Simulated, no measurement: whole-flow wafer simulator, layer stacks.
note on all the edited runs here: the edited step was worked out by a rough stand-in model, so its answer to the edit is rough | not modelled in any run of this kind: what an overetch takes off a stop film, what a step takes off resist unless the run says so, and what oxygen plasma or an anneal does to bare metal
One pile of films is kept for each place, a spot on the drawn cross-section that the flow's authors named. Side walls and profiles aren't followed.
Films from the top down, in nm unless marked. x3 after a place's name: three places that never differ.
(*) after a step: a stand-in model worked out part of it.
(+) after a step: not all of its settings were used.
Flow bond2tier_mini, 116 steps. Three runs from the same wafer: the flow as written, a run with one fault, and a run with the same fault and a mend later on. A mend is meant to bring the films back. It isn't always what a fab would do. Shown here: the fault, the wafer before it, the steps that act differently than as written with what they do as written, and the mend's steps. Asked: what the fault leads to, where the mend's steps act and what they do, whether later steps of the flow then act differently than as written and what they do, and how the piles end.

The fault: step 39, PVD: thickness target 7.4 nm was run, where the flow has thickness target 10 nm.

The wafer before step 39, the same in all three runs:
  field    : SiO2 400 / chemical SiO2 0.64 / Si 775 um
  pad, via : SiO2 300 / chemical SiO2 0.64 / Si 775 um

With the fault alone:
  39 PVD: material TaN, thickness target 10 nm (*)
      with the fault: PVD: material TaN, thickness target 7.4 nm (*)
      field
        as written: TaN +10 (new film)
        with the fault: TaN +7.4 (new film)
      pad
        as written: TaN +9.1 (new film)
        with the fault: TaN +6.74 (new film)
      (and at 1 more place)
  Later steps of the flow that act differently than as written (1 more step differs only slightly, by at most 2% or 0.5 nm, whichever is larger, and isn't shown):
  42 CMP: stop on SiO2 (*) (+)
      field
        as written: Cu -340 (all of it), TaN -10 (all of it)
        with the fault: Cu -340 (all of it), TaN -7.4 (all of it)
  At the end the piles differ from the flow's by more than 2% or 0.5 nm, whichever is larger, at pad.
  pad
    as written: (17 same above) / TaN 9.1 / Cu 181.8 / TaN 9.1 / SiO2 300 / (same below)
    with the fault: (17 same above) / TaN 9.1 / Cu 184.2 / TaN 6.74 / SiO2 300 / (same below)

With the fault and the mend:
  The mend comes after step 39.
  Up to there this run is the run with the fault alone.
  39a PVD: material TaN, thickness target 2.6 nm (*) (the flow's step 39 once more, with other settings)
      field
        TaN +2.6
      pad
        TaN +2.36
      via
        TaN +2.59
  No later step of the flow acts differently than as written at any place that is followed.
  At the end the piles are the same as the flow's at every place that both follow.
